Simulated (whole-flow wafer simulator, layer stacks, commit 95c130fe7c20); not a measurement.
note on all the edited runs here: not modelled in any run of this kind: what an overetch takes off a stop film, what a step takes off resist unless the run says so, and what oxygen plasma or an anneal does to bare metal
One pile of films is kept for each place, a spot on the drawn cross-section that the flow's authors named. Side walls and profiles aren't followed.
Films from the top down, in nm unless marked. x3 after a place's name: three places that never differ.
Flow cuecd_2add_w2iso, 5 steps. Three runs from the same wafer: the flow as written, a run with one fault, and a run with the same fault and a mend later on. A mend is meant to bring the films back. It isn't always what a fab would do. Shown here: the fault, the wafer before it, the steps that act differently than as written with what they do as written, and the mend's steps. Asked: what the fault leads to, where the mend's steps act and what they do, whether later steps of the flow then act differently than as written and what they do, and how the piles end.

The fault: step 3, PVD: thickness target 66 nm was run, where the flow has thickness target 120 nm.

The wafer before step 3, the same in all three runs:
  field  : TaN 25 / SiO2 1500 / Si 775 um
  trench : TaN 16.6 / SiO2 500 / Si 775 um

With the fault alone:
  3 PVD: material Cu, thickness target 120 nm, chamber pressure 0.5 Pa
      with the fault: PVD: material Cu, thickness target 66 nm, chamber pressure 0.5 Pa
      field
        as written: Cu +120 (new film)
        with the fault: Cu +66 (new film)
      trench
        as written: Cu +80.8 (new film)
        with the fault: Cu +44.6 (new film)
  No later step of the flow acts differently than as written, at any place that is followed, by more than 2% or 0.5 nm, whichever is larger.
  At the end the piles differ from the flow's by more than 2% or 0.5 nm, whichever is larger, at field, trench.
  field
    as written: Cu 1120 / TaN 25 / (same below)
    with the fault: Cu 1066 / TaN 25 / (same below)
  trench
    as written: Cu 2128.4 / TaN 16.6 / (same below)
    with the fault: Cu 2074.4 / TaN 16.6 / (same below)

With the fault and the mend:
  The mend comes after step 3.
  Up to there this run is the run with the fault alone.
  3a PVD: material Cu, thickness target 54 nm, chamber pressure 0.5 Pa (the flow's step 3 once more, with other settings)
      field
        Cu +54
      trench
        Cu +35.8
  No later step of the flow acts differently than as written, at any place that is followed, by more than 2% or 0.5 nm, whichever is larger.
  At the end the piles are the same as the flow's at every place that both follow.
